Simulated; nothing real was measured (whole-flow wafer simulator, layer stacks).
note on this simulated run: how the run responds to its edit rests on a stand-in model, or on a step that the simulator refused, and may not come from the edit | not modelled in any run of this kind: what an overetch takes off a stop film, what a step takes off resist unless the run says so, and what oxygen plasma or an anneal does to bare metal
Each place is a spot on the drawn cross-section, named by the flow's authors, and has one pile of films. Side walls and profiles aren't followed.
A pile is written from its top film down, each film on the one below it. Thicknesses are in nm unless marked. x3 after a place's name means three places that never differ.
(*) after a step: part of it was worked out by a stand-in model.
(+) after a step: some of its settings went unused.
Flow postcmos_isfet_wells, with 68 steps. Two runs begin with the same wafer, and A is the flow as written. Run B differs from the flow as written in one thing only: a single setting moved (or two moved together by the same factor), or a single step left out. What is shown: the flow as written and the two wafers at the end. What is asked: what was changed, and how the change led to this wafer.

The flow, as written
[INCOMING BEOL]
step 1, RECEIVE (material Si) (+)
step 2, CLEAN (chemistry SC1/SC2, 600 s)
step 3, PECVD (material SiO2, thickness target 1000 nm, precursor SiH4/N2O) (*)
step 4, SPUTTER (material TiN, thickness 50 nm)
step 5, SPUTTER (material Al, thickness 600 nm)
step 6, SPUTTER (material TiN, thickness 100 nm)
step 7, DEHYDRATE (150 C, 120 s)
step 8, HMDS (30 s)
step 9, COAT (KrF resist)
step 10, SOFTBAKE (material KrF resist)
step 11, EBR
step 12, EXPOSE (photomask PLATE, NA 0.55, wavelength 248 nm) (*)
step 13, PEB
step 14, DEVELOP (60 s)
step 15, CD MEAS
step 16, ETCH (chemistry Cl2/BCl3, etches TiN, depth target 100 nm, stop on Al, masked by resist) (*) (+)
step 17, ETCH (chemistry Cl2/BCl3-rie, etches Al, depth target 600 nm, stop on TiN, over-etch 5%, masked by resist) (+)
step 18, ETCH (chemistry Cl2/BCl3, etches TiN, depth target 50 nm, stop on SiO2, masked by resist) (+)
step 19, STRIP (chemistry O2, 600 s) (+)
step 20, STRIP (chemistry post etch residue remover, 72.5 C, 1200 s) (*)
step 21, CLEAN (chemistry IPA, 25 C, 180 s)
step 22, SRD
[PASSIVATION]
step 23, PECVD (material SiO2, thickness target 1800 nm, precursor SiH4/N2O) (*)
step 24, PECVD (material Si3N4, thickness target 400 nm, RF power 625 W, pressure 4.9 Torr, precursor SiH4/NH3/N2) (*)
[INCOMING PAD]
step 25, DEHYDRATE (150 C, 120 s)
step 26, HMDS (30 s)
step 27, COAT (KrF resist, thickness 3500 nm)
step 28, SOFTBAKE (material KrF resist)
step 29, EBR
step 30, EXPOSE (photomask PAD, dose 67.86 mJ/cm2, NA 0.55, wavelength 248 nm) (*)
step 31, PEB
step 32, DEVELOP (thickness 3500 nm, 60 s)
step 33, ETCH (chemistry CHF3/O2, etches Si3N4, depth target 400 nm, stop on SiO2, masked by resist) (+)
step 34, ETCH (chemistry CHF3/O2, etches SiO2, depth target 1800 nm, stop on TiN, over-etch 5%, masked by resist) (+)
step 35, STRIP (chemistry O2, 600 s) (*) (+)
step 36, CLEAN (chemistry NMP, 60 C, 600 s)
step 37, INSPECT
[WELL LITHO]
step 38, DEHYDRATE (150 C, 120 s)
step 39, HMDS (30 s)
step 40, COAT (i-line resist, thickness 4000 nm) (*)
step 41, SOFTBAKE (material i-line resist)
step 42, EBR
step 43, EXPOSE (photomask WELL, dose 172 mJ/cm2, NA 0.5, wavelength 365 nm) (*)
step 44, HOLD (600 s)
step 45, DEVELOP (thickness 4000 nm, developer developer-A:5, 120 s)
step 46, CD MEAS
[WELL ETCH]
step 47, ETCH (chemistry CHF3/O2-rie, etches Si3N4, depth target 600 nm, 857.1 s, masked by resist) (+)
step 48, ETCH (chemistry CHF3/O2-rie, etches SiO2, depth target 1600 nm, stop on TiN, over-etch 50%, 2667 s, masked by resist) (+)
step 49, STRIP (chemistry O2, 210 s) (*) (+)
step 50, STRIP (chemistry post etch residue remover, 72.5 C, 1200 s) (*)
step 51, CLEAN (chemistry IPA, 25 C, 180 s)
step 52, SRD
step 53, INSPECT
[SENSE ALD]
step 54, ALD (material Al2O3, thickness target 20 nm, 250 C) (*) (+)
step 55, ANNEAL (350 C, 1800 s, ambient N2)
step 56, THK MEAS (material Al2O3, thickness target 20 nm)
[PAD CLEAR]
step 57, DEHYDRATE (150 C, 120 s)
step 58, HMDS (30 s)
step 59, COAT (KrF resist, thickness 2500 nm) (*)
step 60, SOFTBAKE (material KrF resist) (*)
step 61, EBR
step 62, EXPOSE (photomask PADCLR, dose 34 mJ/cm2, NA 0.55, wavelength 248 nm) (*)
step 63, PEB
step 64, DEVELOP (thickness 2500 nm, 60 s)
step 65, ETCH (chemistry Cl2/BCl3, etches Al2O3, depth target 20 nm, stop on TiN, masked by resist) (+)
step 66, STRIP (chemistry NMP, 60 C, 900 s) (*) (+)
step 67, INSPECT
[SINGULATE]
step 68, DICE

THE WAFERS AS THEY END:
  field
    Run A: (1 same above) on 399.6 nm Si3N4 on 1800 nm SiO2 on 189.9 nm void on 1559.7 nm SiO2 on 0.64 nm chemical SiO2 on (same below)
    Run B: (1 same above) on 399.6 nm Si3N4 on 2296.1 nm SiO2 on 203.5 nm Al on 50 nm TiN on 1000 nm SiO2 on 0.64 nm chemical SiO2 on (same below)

What caused this: step 17, ETCH: depth target 340.8 nm was run, whereas the flow has depth target 600 nm.

How this came from the change, step by step:
  step 17, ETCH (chemistry Cl2/BCl3-rie, etches Al, depth target 600 nm, stop on TiN, over-etch 5%, masked by resist) (+)
      field: A Al loses 600 (all of it) | B Al loses 340.8
      margin, well900, well1300, well2000, well3000, pad_rim, pad_clr, pad_open: A KrF resist loses 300 | B KrF resist loses 170.4
  step 18, ETCH (chemistry Cl2/BCl3, etches TiN, depth target 50 nm, stop on SiO2, masked by resist) (+)
      field: A TiN loses 50 (all of it) | B Al loses 50
  step 19, STRIP (chemistry O2, 600 s) (+)
      margin, well900, well1300, well2000, well3000, pad_rim, pad_clr, pad_open: A KrF resist loses 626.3 (all of it) | B KrF resist loses 755.9 (all of it)
  step 20, STRIP (chemistry post etch residue remover, 72.5 C, 1200 s) (*)
      field: A nothing | B Al loses 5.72
  step 23, PECVD (material SiO2, thickness target 1800 nm, precursor SiH4/N2O) (*)
      field: A SiO2 gains 1800 (new film), void gains 189.9 (new film), SiO2 gains 559.7 | B SiO2 gains 2296.1 (new film)
With metal films that touch counted as one body, field has 1 body; the flow as written gives 0 bodies.
